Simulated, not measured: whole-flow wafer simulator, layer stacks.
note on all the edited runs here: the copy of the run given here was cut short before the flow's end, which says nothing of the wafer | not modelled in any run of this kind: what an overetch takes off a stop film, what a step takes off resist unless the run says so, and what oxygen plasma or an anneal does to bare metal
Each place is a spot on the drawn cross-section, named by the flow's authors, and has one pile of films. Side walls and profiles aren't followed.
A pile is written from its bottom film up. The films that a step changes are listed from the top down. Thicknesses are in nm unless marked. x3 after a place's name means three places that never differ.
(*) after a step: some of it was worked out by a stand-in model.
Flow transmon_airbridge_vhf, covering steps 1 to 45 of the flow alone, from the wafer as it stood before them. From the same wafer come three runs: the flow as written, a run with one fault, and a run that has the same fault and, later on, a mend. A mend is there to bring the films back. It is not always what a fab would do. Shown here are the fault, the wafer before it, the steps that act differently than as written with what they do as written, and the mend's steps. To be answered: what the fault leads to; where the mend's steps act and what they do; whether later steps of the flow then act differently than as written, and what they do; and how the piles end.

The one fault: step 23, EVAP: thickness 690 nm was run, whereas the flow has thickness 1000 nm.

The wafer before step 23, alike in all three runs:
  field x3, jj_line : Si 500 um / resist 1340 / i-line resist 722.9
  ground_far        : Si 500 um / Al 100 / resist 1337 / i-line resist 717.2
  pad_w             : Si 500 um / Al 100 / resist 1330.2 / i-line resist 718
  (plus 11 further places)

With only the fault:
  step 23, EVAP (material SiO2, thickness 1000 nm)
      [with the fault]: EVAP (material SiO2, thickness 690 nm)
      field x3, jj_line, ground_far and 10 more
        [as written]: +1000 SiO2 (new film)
        [with the fault]: +690 SiO2 (new film)
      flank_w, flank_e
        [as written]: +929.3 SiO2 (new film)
        [with the fault]: +641.2 SiO2 (new film)
  Steps later in the flow that act otherwise than as written (2 other steps are not shown; they differ only slightly, by no more than 2% or 0.5 nm, whichever is larger):
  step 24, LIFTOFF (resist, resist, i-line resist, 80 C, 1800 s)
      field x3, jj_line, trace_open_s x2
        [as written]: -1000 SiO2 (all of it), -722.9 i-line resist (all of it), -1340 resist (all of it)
        [with the fault]: -690 SiO2 (all of it), -722.9 i-line resist (all of it), -1340 resist (all of it)
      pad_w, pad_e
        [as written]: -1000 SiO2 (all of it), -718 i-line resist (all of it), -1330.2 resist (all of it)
        [with the fault]: -690 SiO2 (all of it), -718 i-line resist (all of it), -1330.2 resist (all of it)
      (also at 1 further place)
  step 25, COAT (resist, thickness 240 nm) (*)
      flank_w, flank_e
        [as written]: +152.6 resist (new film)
        [with the fault]: +163.3 resist (new film)
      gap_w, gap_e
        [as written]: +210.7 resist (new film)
        [with the fault]: +224 resist (new film)
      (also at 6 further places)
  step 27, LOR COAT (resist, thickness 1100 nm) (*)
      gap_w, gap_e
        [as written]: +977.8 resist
        [with the fault]: +1021.1 resist
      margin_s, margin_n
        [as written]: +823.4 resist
        [with the fault]: +899.8 resist
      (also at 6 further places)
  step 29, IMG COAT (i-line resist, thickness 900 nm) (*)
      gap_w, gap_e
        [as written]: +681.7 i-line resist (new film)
        [with the fault]: +757.4 i-line resist (new film)
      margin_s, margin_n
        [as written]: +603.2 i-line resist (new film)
        [with the fault]: +700.9 i-line resist (new film)
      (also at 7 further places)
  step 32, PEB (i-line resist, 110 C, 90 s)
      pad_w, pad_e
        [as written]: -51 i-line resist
        [with the fault]: -49.5 i-line resist
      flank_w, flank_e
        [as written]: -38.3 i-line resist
        [with the fault]: -41.4 i-line resist
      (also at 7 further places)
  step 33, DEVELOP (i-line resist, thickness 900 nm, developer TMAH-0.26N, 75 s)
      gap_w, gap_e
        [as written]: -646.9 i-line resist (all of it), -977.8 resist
        [with the fault]: -718.6 i-line resist (all of it), -1021.1 resist
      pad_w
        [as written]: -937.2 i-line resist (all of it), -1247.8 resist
        [with the fault]: -910.7 i-line resist (all of it), -1199.2 resist
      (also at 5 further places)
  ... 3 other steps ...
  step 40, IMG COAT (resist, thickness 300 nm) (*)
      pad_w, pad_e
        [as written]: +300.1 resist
        [with the fault]: +291.7 resist
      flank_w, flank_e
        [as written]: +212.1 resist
        [with the fault]: +222.1 resist
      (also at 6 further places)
  By the end, the piles at pad_w, flank_w, gap_w and 7 more depart from the flow's by more than 2% or 0.5 nm, whichever is larger.
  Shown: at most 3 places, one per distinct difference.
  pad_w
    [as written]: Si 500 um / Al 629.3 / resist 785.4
    [with the fault]: Si 500 um / Al 629.6 / resist 759
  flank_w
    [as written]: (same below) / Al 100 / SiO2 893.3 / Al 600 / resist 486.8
    [with the fault]: (same below) / Al 100 / SiO2 605.3 / Al 600 / resist 521.4
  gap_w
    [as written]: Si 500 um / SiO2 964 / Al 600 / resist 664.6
    [with the fault]: Si 500 um / SiO2 654 / Al 600 / resist 691

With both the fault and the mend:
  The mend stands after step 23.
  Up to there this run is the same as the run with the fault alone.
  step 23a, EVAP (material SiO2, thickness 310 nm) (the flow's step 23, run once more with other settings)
      field x3, jj_line, ground_far and 10 more
        +310 SiO2
      flank_w, flank_e
        +288.4 SiO2
  Later steps of the flow that are run all act as written at every place that is followed, up to a difference of at most 2% or 0.5 nm, whichever is larger.
  The piles end only slightly different from the flow's at the places that both follow, by no more than 2% or 0.5 nm, whichever is larger.
